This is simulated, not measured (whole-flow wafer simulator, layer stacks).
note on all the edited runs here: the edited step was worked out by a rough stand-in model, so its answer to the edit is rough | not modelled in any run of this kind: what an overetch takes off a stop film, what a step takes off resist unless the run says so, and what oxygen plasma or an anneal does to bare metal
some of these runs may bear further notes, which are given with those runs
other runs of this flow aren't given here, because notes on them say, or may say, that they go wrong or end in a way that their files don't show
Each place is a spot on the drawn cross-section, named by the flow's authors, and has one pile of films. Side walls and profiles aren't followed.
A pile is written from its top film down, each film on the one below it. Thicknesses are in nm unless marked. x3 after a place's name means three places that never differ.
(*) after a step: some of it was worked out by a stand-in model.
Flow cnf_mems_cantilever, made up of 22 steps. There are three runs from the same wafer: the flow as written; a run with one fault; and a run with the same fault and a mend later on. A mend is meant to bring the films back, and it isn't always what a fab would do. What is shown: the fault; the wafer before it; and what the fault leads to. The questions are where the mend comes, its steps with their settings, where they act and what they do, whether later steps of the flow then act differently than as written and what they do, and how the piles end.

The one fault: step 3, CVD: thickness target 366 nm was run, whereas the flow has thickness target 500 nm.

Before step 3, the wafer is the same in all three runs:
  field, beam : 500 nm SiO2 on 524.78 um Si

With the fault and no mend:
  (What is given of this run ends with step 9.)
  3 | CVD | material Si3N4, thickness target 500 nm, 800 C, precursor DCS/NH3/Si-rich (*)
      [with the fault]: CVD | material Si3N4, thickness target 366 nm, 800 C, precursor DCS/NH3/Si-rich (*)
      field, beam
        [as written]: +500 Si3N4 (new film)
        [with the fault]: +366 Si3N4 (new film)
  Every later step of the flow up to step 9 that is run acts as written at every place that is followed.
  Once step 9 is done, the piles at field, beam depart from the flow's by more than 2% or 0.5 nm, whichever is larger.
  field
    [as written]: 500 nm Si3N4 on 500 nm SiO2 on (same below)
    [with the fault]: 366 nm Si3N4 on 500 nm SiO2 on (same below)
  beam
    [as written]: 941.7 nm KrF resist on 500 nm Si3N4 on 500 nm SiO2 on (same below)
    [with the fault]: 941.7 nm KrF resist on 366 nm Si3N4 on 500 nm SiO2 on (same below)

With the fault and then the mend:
  The mend follows step 3.
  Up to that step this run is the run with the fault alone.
  3a | ETCH | chemistry h3po4, depth target 420.9 nm
      field, beam
        -366 Si3N4 (all of it)
  3b | CLEAN | chemistry SC1/SC2 (the flow's step 1 again)
      alters no film at any place that is followed
  3c | CVD | material Si3N4, thickness target 500 nm, 800 C, precursor DCS/NH3/Si-rich (*) (the flow's step 3 again)
      field, beam
        +500 Si3N4 (new film)
  Every later step of the flow that is run acts as written at every place that is followed.
  At every place that both follow, the piles at the end match the flow's.
